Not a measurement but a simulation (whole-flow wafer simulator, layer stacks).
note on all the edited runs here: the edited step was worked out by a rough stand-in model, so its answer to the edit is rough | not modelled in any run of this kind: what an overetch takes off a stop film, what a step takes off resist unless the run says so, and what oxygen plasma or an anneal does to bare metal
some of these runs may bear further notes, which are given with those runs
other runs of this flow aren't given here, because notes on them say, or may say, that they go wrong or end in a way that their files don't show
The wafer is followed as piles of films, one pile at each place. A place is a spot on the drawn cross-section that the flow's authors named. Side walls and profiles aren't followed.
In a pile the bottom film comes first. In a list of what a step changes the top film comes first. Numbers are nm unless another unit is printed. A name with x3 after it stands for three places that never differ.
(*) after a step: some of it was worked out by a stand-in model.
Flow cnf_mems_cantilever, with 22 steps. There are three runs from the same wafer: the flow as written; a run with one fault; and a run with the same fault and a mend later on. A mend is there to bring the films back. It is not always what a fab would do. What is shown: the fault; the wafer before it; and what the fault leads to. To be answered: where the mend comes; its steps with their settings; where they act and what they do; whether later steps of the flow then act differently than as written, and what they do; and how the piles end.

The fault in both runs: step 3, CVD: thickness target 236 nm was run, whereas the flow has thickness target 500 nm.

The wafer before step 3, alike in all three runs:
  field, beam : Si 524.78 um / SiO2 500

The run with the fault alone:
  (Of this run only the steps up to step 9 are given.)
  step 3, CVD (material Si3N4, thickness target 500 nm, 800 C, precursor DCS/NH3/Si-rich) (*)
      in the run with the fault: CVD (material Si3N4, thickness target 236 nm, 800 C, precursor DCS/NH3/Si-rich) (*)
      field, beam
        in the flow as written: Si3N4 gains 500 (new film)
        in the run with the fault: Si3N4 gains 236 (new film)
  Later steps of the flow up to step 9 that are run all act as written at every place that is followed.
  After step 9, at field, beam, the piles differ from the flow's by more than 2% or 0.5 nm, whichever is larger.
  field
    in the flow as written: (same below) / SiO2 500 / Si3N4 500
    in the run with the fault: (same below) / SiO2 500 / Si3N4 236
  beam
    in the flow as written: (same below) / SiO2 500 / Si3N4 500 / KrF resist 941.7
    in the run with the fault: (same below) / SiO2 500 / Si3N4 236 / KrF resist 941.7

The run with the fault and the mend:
  The mend follows step 9.
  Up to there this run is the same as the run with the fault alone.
  step 9a, STRIP (chemistry O2, power 800 W) (*)
      beam
        KrF resist loses 941.7 (all of it)
  step 9b, CLEAN (chemistry SC1/SC2) (*) (a further turn of the flow's step 1)
      leaves every film unchanged at each place that is followed
  step 9c, CVD (material Si3N4, thickness target 264 nm, 800 C, precursor DCS/NH3/Si-rich) (*) (a further turn of the flow's step 3, with different settings)
      field, beam
        Si3N4 gains 264
  step 9d, HMDS (a further turn of the flow's step 4)
      leaves every film unchanged at each place that is followed
  step 9e, COAT (KrF resist, thickness 1000 nm) (a further turn of the flow's step 5)
      field, beam
        KrF resist gains 1000 (new film)
  step 9f, SOFTBAKE (KrF resist) (a further turn of the flow's step 6)
      leaves every film unchanged at each place that is followed
  step 9g, EXPOSE (photomask CANTILEVER) (a further turn of the flow's step 7)
      leaves every film unchanged at each place that is followed
  step 9h, PEB (KrF resist, 135 C, 90 s) (a further turn of the flow's step 8)
      field, beam
        KrF resist loses 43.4
  step 9i, DEVELOP (developer TMAH-0.26N, 60 s) (a further turn of the flow's step 9)
      field
        KrF resist loses 956.6 (all of it)
      beam
        KrF resist loses 14.9
  Later steps of the flow that are run all act as written at every place that is followed.
  At every place that both follow, the piles at the end match the flow's.
